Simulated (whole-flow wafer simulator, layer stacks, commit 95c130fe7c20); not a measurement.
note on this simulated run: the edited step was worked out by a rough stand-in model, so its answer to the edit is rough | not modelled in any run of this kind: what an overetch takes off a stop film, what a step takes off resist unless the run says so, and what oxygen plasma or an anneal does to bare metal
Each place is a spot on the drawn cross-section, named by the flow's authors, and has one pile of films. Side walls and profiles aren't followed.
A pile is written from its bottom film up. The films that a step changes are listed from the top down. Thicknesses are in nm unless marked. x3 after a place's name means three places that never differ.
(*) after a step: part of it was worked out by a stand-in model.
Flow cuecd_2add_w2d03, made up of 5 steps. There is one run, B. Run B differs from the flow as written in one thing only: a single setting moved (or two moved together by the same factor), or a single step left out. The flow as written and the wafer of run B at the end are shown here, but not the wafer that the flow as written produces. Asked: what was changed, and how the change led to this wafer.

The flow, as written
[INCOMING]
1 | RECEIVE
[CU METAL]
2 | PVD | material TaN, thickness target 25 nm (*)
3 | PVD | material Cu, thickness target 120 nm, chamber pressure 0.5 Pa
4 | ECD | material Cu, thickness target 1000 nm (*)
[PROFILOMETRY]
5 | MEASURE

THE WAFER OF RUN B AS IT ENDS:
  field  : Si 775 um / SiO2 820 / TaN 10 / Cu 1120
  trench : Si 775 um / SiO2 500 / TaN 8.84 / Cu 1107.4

What caused this: step 2, PVD: thickness target 10 nm was run, whereas the flow has thickness target 25 nm.
One can read it off the wafer: field has TaN 10, and step 2 as written asks for 25 nm.

How this came from the change, step by step:
  2 | PVD | material TaN, thickness target 25 nm (*)
      field: TaN gains 10 (new film) (it would be, as written: TaN gains 25 (new film))
      trench: TaN gains 8.84 (new film) (it would be, as written: TaN gains 22.1 (new film))
